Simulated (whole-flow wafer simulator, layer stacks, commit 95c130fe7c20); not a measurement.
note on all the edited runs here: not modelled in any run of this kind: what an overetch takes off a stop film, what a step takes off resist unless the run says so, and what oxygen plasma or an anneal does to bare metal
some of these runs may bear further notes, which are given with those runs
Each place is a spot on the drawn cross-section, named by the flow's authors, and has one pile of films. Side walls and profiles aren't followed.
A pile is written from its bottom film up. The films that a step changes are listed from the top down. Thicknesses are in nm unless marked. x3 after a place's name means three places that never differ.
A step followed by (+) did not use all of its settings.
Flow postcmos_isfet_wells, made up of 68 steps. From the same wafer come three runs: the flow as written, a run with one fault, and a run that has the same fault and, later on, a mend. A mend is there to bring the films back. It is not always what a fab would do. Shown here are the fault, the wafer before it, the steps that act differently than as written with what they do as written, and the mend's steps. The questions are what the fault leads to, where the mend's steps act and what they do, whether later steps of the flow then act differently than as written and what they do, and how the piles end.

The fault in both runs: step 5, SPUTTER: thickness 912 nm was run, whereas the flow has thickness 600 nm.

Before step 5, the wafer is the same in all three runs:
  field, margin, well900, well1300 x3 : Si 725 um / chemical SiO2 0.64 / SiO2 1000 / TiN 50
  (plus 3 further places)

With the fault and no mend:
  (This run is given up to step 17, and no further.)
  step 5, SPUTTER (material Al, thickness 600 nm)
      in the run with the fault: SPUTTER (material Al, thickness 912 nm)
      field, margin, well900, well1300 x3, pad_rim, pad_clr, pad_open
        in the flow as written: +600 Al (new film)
        in the run with the fault: +912 Al (new film)
  Later steps of the flow acting differently than as written:
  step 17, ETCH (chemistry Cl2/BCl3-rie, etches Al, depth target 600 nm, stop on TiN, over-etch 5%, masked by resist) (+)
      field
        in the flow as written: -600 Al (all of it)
        in the run with the fault: -600 Al
  Once step 17 is done, the piles at field, margin, well900, well1300 x3, pad_rim, pad_clr, pad_open depart from the flow's by more than 2% or 0.5 nm, whichever is larger.
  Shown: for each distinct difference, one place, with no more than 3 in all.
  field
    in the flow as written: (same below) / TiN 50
    in the run with the fault: (same below) / TiN 50 / Al 312
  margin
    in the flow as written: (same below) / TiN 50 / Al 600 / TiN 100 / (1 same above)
    in the run with the fault: (same below) / TiN 50 / Al 912 / TiN 100 / (1 same above)

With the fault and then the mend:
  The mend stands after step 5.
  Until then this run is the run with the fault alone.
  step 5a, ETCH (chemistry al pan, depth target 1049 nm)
      field, margin, well900, well1300 x3, pad_rim, pad_clr, pad_open
        -912 Al (all of it)
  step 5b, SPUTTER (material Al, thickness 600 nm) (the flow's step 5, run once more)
      field, margin, well900, well1300 x3, pad_rim, pad_clr, pad_open
        +600 Al (new film)
  Later steps of the flow that are run all act as written at every place that is followed.
  At every place that both follow, the piles at the end match the flow's.
